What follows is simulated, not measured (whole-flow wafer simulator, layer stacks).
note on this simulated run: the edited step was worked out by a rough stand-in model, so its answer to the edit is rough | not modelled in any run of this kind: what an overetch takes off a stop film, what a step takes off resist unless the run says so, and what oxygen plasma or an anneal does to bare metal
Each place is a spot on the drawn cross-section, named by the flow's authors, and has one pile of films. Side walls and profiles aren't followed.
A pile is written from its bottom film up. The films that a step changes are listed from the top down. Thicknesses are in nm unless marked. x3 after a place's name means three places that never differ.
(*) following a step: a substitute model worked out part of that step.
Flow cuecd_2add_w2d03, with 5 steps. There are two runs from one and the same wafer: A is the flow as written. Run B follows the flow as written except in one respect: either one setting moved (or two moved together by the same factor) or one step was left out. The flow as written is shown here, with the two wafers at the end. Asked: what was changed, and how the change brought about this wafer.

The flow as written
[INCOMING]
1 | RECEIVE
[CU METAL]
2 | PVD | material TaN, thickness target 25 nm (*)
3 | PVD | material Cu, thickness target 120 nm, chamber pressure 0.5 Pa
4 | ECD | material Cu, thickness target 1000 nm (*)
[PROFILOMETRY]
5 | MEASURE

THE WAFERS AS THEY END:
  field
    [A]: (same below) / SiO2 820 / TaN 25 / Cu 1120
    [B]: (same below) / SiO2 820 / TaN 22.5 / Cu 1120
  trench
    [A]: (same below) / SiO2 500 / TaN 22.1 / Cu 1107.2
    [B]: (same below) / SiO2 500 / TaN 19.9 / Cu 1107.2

Cause: step 2, PVD: thickness target 22.5 nm was run, while the flow as written has thickness target 25 nm.
One can read it off the wafer: field has TaN 22.5, and step 2 as written asks for 25 nm.

The path from the change to this, step by step:
  2 | PVD | material TaN, thickness target 25 nm (*)
      field: A TaN gains 25 (new film) | B TaN gains 22.5 (new film)
      trench: A TaN gains 22.1 (new film) | B TaN gains 19.9 (new film)
